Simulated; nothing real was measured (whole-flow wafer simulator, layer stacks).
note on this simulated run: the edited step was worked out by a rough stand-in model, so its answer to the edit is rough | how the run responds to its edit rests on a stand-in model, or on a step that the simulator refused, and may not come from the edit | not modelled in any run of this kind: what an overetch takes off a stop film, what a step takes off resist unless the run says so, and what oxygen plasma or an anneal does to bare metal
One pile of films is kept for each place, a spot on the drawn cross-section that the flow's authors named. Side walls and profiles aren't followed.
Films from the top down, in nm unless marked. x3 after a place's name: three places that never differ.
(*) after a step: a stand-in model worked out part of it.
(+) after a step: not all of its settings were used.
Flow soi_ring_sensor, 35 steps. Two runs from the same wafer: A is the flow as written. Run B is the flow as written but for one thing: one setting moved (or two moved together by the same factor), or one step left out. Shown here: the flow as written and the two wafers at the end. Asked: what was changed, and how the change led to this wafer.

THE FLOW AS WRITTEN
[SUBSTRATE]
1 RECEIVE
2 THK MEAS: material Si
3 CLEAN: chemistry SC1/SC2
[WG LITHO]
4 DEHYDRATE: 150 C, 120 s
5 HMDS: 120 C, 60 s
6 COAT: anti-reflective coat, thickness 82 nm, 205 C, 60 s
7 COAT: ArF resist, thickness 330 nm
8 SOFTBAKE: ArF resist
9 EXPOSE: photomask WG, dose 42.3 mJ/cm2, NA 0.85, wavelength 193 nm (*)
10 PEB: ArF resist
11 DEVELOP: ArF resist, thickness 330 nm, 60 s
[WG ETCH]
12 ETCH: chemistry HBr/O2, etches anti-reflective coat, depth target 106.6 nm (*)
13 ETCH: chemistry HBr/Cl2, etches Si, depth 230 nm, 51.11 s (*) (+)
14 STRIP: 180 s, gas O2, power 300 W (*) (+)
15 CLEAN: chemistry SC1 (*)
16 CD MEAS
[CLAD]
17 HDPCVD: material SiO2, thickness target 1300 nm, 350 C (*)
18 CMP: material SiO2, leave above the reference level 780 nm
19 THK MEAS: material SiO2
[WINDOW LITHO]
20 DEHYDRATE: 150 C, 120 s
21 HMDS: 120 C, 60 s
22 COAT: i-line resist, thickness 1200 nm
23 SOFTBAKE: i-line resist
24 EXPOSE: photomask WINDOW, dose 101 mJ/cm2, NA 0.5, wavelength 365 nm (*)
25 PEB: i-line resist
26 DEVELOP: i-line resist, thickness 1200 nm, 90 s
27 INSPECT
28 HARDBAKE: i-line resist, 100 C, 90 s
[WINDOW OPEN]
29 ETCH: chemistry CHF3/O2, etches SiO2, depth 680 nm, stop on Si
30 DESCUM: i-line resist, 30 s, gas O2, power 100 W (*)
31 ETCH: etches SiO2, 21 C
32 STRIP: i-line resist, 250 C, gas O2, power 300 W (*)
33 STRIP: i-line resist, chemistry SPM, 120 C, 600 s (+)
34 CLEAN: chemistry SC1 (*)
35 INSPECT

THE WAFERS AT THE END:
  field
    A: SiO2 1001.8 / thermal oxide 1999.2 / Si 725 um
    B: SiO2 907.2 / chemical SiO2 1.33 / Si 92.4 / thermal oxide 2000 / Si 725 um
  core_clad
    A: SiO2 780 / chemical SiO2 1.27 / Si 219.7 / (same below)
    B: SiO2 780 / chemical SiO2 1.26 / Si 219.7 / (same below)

The cause: step 13, ETCH: depth 127 nm was run, where the flow has depth 230 nm; step 13, ETCH: 28.11 s was run, where the flow has 51.11 s.

How the change led to this, step by step:
  13 ETCH: chemistry HBr/Cl2, etches Si, depth 230 nm, 51.11 s (*) (+)
      gap, window, field, gap_clad: A Si -220 (all of it), thermal oxide -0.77 | B Si -127
      core, core_clad: A ArF resist -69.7 | B ArF resist -38.3
  14 STRIP: 180 s, gas O2, power 300 W (*) (+)
      gap, window, field, gap_clad: A nothing | B chemical SiO2 +1.33 (new film), Si -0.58
      core, core_clad: A ArF resist -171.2 (all of it), anti-reflective coat -82 (all of it), chemical SiO2 +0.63, Si -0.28 | B ArF resist -202.6 (all of it), anti-reflective coat -82 (all of it), chemical SiO2 +0.62, Si -0.27
  18 CMP: material SiO2, leave above the reference level 780 nm
      gap, window, field, gap_clad: A SiO2 -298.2 | B SiO2 -392.8
